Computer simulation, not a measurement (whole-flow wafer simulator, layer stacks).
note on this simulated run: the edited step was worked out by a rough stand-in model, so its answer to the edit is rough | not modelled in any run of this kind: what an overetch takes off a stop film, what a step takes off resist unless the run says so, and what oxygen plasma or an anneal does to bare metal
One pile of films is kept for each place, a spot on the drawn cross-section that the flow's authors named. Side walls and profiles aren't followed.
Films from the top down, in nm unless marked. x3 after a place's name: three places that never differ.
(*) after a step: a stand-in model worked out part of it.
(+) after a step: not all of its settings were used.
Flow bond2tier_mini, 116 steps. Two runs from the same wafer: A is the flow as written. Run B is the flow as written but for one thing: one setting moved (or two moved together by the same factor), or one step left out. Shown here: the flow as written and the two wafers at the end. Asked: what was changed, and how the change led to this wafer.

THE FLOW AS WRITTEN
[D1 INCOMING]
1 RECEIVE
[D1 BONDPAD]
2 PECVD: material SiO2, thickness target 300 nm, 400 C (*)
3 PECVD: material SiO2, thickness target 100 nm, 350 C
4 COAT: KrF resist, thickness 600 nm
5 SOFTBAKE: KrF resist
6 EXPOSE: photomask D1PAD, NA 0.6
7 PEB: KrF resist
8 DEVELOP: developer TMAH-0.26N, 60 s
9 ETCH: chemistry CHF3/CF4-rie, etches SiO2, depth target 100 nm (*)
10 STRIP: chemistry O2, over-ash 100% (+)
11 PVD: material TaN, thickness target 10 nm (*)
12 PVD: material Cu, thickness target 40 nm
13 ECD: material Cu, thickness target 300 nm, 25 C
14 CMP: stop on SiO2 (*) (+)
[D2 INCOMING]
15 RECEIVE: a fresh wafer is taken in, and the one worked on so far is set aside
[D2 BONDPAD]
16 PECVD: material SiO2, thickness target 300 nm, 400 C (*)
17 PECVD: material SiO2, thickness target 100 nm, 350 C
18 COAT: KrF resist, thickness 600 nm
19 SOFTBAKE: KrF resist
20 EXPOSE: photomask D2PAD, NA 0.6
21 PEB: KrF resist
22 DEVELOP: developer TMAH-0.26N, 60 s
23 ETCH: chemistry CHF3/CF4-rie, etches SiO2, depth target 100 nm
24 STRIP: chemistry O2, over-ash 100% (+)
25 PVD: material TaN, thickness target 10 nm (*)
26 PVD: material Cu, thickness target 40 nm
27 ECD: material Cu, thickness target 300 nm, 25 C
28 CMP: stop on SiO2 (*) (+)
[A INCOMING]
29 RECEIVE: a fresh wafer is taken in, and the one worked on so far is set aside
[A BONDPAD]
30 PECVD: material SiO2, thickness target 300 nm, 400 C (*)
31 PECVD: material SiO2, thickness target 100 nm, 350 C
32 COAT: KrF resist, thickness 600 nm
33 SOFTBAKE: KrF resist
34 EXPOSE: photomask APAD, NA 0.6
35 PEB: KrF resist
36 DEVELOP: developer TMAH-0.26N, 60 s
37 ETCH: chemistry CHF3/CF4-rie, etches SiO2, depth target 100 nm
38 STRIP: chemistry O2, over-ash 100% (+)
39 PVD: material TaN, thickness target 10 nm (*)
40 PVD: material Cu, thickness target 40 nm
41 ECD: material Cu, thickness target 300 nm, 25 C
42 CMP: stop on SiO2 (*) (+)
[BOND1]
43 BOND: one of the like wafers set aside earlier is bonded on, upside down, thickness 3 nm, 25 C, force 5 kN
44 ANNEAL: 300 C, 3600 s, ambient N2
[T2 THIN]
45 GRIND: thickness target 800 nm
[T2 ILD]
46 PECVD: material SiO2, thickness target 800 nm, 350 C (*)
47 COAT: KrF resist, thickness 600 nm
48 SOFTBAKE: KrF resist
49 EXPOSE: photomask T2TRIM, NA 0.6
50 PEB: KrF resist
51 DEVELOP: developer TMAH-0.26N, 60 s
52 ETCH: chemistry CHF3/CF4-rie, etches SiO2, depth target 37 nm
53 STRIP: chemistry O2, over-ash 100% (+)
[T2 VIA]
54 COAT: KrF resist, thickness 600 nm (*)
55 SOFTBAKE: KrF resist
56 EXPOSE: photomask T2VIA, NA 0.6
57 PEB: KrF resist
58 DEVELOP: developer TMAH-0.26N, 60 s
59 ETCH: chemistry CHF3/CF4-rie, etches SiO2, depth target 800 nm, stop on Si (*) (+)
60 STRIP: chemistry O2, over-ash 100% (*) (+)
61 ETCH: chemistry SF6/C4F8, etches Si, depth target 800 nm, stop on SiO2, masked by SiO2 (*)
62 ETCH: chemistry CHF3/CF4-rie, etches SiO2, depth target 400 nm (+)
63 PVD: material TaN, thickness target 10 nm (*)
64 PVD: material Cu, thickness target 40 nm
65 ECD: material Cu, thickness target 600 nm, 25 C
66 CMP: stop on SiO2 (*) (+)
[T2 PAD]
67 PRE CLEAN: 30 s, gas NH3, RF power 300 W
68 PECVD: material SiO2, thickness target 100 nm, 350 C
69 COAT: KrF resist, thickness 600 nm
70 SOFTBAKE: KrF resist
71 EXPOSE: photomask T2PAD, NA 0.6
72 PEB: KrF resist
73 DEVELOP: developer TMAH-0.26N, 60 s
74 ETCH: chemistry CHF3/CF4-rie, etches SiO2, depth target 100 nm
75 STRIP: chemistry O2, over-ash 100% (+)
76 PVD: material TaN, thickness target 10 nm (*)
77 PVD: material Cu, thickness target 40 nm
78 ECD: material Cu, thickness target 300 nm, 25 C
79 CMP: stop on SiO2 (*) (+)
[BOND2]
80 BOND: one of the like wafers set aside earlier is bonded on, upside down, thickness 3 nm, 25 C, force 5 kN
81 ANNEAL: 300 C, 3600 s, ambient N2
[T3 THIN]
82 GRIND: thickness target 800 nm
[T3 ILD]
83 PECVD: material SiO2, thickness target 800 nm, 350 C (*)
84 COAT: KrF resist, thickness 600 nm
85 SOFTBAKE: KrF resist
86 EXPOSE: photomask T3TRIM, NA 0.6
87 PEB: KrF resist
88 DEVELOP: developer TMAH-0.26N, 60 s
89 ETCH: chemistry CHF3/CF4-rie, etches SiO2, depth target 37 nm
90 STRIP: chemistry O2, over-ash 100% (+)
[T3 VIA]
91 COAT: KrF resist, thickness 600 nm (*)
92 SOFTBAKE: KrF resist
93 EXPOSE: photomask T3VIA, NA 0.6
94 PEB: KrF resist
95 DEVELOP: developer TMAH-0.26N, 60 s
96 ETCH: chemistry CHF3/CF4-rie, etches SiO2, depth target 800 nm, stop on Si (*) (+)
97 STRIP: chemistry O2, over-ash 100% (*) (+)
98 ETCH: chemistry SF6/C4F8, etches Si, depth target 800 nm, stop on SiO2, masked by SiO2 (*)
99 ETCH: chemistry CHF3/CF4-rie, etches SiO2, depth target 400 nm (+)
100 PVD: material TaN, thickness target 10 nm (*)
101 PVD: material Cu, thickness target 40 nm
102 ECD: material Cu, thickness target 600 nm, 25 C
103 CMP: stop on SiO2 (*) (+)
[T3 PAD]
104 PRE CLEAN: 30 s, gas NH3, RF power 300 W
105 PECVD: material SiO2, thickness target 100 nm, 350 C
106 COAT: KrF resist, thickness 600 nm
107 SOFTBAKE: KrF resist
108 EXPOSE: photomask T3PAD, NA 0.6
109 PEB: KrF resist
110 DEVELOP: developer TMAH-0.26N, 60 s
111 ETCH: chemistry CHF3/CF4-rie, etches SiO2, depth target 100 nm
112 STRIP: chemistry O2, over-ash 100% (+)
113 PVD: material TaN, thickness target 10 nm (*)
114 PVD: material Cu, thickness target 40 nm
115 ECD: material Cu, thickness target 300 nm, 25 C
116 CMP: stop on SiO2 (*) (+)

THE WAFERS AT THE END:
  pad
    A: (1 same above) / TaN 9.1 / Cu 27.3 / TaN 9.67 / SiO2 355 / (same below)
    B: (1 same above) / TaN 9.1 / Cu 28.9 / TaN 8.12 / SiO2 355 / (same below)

The cause: step 100, PVD: thickness target 8.4 nm was run, where the flow has thickness target 10 nm.

How the change led to this, step by step:
  100 PVD: material TaN, thickness target 10 nm (*)
      field: A TaN +10 (new film) | B TaN +8.4 (new film)
      pad: A TaN +9.67 (new film) | B TaN +8.12 (new film)
  103 CMP: stop on SiO2 (*) (+)
      field: A Cu -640 (all of it), TaN -10 (all of it) | B Cu -640 (all of it), TaN -8.4 (all of it)
